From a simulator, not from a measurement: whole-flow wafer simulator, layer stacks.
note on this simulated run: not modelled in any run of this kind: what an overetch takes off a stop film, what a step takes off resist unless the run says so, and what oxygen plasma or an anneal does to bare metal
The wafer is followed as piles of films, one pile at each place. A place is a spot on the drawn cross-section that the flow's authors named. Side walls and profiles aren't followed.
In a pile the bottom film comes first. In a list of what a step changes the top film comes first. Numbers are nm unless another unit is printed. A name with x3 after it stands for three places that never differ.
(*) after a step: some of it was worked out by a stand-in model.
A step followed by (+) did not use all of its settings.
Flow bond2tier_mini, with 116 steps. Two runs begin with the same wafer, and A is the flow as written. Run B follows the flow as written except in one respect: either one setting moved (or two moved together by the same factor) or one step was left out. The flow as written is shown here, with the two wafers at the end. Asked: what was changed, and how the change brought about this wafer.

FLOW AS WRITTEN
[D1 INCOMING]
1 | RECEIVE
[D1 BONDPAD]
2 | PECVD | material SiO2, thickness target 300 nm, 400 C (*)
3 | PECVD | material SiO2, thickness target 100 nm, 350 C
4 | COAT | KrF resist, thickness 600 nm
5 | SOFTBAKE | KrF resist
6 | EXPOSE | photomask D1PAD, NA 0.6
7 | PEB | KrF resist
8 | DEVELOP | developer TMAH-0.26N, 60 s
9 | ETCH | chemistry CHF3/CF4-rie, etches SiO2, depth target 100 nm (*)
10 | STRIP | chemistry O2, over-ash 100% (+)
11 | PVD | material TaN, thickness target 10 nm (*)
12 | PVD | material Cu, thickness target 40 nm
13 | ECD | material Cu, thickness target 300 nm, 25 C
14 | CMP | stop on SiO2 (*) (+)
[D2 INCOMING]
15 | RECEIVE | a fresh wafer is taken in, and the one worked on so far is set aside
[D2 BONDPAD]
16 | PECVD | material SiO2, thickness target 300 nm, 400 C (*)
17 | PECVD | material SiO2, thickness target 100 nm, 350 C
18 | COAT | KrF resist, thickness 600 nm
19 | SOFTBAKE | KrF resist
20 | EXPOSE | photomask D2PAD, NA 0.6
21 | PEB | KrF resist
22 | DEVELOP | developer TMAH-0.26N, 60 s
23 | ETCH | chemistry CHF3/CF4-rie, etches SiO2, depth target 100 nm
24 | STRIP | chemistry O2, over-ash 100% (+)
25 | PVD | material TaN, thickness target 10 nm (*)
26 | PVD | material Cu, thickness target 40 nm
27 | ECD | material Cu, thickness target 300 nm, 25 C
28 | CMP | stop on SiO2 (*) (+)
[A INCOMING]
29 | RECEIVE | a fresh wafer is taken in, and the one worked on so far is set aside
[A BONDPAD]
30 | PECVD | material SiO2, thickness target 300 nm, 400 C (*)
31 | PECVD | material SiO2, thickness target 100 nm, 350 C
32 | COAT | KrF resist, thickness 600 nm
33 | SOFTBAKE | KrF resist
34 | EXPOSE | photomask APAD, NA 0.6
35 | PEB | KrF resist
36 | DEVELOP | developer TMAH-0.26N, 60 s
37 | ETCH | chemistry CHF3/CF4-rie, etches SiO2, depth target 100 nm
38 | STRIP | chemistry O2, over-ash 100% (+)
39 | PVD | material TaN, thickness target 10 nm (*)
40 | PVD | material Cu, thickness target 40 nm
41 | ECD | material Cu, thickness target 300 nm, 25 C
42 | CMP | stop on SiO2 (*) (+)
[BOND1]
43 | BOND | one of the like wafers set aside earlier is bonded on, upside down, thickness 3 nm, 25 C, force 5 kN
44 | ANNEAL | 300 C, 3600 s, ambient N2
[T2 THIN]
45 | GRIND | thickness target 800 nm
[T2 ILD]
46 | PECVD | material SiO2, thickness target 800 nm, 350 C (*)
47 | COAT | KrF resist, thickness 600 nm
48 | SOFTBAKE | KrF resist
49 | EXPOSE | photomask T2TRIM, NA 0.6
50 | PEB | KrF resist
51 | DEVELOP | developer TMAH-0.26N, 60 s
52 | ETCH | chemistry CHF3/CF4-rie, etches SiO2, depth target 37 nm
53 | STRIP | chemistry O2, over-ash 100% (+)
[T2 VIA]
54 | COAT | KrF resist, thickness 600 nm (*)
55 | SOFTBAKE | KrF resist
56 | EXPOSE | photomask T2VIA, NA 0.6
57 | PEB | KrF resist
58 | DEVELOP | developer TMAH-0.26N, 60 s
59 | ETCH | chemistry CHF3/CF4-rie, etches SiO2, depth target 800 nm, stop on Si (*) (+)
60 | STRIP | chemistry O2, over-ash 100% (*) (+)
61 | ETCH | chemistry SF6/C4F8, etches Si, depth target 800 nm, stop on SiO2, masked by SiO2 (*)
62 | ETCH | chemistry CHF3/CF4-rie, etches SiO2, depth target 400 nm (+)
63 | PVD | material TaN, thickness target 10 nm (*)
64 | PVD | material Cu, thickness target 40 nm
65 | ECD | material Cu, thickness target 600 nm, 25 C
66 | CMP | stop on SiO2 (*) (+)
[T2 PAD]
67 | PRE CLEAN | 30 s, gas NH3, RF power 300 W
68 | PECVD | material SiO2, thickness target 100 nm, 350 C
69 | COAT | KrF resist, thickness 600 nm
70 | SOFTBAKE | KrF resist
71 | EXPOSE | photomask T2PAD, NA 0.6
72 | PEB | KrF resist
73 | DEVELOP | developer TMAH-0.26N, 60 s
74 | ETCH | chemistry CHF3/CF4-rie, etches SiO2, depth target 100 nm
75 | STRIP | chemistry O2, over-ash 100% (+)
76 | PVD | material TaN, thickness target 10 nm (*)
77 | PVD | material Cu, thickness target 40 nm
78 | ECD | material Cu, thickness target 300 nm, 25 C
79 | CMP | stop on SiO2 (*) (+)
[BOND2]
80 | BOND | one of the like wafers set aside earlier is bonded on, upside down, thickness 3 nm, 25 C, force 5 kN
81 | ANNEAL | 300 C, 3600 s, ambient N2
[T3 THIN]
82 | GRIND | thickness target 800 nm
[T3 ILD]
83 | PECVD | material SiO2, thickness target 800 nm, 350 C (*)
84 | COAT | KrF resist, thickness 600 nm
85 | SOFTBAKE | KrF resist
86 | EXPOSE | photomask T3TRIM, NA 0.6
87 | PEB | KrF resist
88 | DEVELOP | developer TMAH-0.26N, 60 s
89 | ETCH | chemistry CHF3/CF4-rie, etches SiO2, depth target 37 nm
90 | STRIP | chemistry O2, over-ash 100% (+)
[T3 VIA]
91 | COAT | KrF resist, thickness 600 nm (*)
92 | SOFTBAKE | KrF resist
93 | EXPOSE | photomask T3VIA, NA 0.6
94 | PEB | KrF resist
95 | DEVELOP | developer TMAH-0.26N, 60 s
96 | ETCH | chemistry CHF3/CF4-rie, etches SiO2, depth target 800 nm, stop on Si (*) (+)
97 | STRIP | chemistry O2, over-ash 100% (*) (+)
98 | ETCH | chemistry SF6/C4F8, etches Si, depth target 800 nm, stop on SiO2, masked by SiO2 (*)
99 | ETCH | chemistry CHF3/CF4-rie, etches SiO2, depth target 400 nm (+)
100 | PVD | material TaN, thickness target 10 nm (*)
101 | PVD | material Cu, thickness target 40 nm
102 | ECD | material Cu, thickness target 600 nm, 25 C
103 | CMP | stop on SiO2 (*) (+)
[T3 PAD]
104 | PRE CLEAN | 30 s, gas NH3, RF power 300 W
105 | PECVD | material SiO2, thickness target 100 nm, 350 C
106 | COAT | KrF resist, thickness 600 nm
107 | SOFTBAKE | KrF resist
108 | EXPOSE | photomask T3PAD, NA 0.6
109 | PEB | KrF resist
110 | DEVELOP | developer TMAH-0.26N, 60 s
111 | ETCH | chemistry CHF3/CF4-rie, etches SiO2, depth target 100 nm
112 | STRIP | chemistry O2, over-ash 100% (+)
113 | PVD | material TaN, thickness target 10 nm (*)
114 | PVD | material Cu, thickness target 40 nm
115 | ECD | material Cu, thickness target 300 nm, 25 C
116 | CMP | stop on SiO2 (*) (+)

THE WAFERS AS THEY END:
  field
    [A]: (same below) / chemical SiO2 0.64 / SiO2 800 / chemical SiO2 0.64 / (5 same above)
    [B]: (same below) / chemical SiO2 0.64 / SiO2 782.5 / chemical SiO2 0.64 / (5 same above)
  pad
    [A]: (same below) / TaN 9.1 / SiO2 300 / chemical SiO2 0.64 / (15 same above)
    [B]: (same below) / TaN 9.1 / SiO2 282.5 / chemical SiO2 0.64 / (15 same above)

Cause: step 3, PECVD: thickness target 82.5 nm was run, whereas the flow has thickness target 100 nm.

How this came from the change, step by step:
  3 | PECVD | material SiO2, thickness target 100 nm, 350 C
      field, pad, via: A SiO2 gains 100 | B SiO2 gains 82.5
  43 | BOND | one of the like wafers set aside earlier is bonded on, upside down, thickness 3 nm, 25 C, force 5 kN
      field: A Si gains 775 um (new film), chemical SiO2 gains 0.64 (new film), SiO2 gains 400 | B Si gains 775 um (new film), chemical SiO2 gains 0.64 (new film), SiO2 gains 382.5
      pad: A Si gains 775 um (new film), chemical SiO2 gains 0.64 (new film), SiO2 gains 300 (new film), TaN gains 9.1 (new film), Cu gains 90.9 | B Si gains 775 um (new film), chemical SiO2 gains 0.64 (new film), SiO2 gains 282.5 (new film), TaN gains 9.1 (new film), Cu gains 90.9
      (as well as at 1 more place)
